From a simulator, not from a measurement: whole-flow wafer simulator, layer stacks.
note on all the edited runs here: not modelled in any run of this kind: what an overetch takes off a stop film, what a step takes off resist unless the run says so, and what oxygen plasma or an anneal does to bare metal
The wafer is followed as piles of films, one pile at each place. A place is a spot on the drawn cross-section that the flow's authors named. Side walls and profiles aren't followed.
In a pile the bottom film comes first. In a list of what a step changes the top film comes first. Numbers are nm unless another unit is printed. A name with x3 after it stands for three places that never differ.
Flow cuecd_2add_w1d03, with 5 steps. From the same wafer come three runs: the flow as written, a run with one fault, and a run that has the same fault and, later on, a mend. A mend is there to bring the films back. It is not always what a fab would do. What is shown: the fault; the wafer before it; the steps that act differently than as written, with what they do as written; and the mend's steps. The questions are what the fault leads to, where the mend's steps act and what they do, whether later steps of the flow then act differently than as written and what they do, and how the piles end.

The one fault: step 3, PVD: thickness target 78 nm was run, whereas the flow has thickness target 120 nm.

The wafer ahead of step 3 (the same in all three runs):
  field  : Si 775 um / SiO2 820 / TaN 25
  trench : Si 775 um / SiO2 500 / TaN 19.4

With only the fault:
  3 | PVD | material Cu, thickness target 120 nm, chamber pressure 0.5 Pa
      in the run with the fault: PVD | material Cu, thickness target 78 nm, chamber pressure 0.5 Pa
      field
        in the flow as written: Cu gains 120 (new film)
        in the run with the fault: Cu gains 78 (new film)
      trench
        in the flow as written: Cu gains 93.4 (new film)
        in the run with the fault: Cu gains 60.8 (new film)
  Every later step of the flow that is run acts as written, at every place that is followed, to within 2% or 0.5 nm, whichever is larger.
  The piles end different from the flow's at field, trench by more than 2% or 0.5 nm, whichever is larger.
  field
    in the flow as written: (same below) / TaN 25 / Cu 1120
    in the run with the fault: (same below) / TaN 25 / Cu 1078
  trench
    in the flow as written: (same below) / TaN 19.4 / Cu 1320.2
    in the run with the fault: (same below) / TaN 19.4 / Cu 1275.9

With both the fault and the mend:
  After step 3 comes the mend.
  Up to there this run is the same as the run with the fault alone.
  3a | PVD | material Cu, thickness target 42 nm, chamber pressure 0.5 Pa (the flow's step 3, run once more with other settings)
      field
        Cu gains 42
      trench
        Cu gains 31.6
  Every later step of the flow that is run acts as written, at every place that is followed, to within 2% or 0.5 nm, whichever is larger.
  At the end the piles are close to the flow's at the places that both follow, differing by at most 2% or 0.5 nm, whichever is larger.
